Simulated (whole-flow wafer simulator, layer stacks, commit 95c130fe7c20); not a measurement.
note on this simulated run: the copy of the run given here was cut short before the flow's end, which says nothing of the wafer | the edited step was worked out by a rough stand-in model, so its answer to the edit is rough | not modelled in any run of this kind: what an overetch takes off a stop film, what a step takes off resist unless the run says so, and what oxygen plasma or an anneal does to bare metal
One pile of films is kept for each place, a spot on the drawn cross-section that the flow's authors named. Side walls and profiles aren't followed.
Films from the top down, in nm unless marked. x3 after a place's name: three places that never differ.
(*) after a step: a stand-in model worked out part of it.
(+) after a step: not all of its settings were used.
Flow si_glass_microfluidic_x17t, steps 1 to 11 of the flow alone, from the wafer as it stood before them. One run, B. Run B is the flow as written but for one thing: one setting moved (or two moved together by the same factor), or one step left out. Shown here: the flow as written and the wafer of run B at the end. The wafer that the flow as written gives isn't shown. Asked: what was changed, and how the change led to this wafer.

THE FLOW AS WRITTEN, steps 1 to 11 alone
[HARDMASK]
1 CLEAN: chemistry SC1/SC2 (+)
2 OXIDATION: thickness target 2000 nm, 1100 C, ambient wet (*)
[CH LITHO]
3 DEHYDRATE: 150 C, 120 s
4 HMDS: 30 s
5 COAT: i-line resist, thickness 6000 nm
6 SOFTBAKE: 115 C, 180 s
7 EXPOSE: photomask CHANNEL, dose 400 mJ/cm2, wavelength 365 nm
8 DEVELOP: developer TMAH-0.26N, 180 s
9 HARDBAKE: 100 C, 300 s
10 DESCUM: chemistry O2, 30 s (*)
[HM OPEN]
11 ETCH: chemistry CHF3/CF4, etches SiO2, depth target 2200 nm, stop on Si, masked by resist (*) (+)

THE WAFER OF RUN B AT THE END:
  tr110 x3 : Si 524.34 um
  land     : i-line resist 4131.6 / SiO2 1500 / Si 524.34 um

The cause: step 2, OXIDATION: thickness target 1500 nm was run, where the flow has thickness target 2000 nm.
It can be read off the wafer: land has SiO2 1500, and step 2 as written asks for 2000 nm.

How the change led to this, step by step:
  2 OXIDATION: thickness target 2000 nm, 1100 C, ambient wet (*)
      land, tr110 x3: SiO2 +1500 (new film), chemical SiO2 -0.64 (all of it), Si -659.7 (as written it would be: SiO2 +2000 (new film), chemical SiO2 -0.64 (all of it), Si -879.7)
  11 ETCH: chemistry CHF3/CF4, etches SiO2, depth target 2200 nm, stop on Si, masked by resist (*) (+)
      tr110 x3: SiO2 -1500 (all of it) (as written it would be: SiO2 -2000 (all of it))
